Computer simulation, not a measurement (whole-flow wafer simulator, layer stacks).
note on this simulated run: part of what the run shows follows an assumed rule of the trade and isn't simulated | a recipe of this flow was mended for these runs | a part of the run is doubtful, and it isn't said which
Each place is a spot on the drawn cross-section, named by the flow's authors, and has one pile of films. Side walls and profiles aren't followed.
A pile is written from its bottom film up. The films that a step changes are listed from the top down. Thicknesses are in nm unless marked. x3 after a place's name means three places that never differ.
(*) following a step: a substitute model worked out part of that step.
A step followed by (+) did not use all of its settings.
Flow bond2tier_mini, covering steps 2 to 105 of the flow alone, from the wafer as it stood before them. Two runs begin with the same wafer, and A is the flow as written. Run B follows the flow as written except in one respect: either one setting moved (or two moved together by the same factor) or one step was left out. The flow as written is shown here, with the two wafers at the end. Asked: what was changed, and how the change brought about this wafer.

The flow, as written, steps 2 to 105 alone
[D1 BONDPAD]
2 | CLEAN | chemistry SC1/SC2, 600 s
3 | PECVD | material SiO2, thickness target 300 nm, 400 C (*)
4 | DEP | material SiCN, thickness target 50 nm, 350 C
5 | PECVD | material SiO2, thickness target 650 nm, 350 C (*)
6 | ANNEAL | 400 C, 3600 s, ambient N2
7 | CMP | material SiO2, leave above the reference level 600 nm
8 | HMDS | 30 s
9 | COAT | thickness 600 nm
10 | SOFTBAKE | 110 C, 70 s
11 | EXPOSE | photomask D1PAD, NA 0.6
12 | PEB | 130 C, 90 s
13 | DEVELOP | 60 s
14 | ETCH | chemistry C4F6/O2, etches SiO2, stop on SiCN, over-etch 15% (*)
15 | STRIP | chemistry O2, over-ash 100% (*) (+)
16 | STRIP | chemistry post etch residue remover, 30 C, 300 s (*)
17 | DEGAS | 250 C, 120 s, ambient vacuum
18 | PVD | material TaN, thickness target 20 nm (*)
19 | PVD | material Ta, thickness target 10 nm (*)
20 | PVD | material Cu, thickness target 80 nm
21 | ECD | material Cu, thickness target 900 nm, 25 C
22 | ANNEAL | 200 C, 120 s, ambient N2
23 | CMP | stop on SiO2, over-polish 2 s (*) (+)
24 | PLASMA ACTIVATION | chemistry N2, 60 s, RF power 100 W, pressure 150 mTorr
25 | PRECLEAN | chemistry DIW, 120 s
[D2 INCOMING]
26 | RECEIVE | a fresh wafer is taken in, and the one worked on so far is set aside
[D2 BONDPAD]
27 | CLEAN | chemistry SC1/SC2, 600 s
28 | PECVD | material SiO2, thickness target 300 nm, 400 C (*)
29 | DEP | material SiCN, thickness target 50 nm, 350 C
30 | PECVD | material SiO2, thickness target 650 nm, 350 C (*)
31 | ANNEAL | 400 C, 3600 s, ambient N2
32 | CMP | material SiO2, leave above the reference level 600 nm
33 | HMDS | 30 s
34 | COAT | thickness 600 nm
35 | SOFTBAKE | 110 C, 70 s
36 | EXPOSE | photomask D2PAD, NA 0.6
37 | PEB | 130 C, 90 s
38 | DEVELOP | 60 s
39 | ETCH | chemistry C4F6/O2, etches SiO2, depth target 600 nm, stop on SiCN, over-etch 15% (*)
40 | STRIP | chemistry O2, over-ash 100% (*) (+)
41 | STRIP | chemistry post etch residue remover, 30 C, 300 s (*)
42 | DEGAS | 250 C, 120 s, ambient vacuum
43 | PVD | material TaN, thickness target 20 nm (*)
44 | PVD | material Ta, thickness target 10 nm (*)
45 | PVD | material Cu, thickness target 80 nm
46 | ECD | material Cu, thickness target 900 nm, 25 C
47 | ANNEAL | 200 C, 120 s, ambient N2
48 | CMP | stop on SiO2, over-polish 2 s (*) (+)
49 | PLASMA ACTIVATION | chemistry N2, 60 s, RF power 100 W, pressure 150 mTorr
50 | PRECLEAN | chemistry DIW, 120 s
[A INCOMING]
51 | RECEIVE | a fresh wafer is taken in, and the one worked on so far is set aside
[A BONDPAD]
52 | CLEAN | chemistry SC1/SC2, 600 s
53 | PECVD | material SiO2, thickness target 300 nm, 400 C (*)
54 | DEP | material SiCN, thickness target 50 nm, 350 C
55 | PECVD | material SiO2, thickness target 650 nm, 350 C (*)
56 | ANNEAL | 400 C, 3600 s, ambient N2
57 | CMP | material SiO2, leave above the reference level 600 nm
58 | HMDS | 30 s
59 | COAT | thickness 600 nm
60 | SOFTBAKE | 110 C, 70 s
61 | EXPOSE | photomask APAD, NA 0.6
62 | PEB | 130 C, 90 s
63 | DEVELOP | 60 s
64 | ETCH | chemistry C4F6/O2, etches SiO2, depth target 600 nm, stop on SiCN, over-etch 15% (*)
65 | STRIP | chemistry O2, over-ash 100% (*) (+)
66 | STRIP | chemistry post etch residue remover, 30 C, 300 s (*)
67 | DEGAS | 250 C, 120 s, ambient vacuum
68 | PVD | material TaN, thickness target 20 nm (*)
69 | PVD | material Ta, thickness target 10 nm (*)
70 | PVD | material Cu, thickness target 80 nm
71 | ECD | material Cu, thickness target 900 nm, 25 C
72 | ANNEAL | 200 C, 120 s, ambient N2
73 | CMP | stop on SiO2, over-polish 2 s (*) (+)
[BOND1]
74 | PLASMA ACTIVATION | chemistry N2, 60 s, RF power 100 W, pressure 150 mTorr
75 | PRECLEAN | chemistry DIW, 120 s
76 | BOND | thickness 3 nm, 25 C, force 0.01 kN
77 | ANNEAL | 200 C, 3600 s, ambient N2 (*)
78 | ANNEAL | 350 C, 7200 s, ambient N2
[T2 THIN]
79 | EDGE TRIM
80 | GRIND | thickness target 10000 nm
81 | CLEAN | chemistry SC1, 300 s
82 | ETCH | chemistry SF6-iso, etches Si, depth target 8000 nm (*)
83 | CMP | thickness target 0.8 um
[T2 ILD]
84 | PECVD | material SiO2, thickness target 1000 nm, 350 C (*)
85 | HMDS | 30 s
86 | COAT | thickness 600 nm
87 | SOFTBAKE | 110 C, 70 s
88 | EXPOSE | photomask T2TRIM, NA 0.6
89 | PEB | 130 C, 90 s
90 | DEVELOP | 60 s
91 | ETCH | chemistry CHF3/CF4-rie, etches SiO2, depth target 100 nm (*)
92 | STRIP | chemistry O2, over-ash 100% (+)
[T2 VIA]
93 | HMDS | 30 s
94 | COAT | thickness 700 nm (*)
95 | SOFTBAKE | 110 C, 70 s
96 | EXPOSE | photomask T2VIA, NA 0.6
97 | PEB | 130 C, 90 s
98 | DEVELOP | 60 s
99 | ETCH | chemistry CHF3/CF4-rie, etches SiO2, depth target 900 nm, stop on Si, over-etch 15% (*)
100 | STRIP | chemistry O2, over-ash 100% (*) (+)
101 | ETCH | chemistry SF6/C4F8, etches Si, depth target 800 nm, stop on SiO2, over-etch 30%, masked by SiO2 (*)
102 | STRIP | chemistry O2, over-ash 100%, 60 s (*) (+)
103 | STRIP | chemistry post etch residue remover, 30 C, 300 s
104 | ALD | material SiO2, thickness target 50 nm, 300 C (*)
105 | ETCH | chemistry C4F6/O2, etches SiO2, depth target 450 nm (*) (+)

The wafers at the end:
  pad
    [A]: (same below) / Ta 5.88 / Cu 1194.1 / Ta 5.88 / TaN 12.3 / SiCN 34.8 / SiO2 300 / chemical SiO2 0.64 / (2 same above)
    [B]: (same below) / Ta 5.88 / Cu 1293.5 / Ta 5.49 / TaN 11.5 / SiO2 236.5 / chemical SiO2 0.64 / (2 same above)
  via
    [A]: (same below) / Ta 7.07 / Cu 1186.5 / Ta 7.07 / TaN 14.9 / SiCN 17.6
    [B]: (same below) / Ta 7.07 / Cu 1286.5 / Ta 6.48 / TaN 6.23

Cause: step 14, ETCH: over-etch 60% was run, though the flow has over-etch 15%.

Step by step, how the change led to this:
  14 | ETCH | chemistry C4F6/O2, etches SiO2, stop on SiCN, over-etch 15% (*)
      pad, via: A SiO2 loses 600 (all of it), SiCN loses 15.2 | B SiO2 loses 600 (all of it), SiCN loses 50 (all of it), SiO2 loses 63.5
      field: A thick-KrF-resist loses 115 | B thick-KrF-resist loses 160
  15 | STRIP | chemistry O2, over-ash 100% (*) (+)
      field: A thick-KrF-resist loses 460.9 (all of it) | B thick-KrF-resist loses 415.9 (all of it)
  18 | PVD | material TaN, thickness target 20 nm (*)
      pad: A TaN gains 12.3 (new film) | B TaN gains 11.5 (new film)
      via: A TaN gains 14.9 (new film) | B TaN gains 13.7 (new film)
  19 | PVD | material Ta, thickness target 10 nm (*)
      via: A Ta gains 7.07 (new film) | B Ta gains 6.48 (new film)
  20 | PVD | material Cu, thickness target 80 nm
      pad: A Cu gains 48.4 (new film) | B Cu gains 45.4 (new film)
      via: A Cu gains 59 (new film) | B Cu gains 54.4 (new film)
  21 | ECD | material Cu, thickness target 900 nm, 25 C
      pad: A Cu gains 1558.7 | B Cu gains 1661.1
      via: A Cu gains 1544.3 | B Cu gains 1648.9
  76 | BOND | thickness 3 nm, 25 C, force 0.01 kN
      pad: A Si gains 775 um (new film), chemical SiO2 gains 0.64 (new film), SiO2 gains 300 (new film), SiCN gains 34.8 (new film), TaN gains 12.3 (new film), Ta gains 5.88 (new film), Cu gains 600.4 | B Si gains 775 um (new film), chemical SiO2 gains 0.64 (new film), SiO2 gains 236.5 (new film), TaN gains 11.5 (new film), Ta gains 5.49 (new film), Cu gains 699.8
      via: A Si gains 775 um (new film), chemical SiO2 gains 0.64 (new film), SiO2 gains 300 (new film), SiCN gains 34.8 (new film), TaN gains 14.9 (new film), Ta gains 7.07 (new film), Cu gains 596.6 | B Si gains 775 um (new film), chemical SiO2 gains 0.64 (new film), SiO2 gains 236.5 (new film), TaN gains 13.7 (new film), Ta gains 6.48 (new film), Cu gains 696.6
  105 | ETCH | chemistry C4F6/O2, etches SiO2, depth target 450 nm (*) (+)
      via: A SiO2 loses 348.1 (all of it), SiCN loses 17.2 | B SiO2 loses 284.6 (all of it), TaN loses 7.52
